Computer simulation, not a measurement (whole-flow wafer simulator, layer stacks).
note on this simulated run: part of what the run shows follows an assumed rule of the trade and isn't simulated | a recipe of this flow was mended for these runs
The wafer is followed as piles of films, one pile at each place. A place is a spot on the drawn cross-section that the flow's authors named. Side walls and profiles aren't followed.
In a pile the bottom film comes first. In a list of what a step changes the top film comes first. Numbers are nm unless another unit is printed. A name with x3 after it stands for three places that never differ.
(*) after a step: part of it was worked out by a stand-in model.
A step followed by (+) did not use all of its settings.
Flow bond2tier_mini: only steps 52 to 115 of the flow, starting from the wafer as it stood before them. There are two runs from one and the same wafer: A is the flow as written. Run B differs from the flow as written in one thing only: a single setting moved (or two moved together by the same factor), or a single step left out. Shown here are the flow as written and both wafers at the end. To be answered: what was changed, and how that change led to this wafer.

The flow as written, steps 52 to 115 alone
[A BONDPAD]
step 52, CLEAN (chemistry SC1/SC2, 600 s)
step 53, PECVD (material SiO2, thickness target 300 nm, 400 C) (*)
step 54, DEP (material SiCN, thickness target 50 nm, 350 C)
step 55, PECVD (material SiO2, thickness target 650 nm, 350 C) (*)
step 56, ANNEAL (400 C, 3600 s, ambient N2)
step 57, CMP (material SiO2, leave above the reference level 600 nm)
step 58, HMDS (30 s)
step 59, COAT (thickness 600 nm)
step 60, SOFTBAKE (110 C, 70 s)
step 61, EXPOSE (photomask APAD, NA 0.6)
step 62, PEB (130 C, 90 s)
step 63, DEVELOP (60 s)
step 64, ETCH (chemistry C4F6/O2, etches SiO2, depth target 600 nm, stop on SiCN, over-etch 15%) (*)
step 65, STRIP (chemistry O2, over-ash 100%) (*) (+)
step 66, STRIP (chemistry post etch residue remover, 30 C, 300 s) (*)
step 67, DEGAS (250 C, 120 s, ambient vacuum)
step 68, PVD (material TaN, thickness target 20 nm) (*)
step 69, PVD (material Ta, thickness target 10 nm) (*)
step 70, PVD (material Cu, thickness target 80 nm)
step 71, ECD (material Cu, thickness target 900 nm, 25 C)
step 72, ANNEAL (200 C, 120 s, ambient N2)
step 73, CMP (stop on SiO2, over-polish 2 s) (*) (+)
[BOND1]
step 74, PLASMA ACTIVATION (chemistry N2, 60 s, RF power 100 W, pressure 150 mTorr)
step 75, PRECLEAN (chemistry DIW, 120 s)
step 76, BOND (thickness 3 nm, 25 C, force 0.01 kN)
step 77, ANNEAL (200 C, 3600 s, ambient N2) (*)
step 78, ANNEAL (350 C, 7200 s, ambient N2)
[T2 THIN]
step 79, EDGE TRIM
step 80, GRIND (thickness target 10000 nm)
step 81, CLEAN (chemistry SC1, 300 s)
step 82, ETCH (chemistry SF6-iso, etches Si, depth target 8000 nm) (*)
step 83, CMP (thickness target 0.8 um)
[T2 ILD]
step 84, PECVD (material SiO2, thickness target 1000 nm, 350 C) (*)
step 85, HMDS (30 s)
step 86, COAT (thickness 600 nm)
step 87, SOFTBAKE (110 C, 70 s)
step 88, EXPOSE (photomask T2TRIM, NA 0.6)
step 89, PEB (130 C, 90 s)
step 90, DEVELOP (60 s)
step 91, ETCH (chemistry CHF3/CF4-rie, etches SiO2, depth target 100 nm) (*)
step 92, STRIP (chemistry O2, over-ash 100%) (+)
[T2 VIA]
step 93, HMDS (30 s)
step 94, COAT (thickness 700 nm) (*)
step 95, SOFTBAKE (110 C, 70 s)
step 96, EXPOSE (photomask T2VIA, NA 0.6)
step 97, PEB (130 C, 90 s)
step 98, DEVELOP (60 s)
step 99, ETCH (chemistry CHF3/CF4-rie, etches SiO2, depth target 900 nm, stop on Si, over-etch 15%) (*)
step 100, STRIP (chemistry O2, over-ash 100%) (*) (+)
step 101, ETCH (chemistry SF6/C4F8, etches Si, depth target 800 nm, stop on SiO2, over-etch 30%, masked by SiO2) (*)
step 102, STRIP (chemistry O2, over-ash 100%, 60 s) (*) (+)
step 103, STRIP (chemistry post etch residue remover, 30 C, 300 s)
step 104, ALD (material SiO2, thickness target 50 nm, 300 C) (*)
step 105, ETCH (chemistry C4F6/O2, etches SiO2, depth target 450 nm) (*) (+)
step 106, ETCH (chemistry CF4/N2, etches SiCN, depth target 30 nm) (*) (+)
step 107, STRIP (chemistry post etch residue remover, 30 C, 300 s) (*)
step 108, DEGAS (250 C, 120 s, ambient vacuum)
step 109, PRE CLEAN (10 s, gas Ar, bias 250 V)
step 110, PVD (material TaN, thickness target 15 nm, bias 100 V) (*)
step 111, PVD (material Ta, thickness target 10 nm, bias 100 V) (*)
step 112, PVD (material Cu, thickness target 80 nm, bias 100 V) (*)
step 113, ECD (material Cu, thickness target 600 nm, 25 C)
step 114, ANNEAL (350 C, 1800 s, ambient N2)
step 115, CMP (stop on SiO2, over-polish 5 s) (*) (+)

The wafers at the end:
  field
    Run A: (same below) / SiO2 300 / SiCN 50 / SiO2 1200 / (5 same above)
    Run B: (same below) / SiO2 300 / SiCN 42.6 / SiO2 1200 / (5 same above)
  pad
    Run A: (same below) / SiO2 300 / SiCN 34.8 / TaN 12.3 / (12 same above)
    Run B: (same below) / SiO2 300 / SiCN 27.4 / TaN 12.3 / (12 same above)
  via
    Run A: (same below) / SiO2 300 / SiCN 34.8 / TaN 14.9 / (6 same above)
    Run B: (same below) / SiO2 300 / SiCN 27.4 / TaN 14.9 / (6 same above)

Cause: step 54, DEP: thickness target 42.6 nm was run, whereas the flow has thickness target 50 nm.
One can read it off the wafer: field has SiCN 42.6, and step 54 as written asks for 50 nm.

The path from the change to this, step by step:
  step 54, DEP (material SiCN, thickness target 50 nm, 350 C)
      field, pad, via: A +50 SiCN (new film) | B +42.6 SiCN (new film)
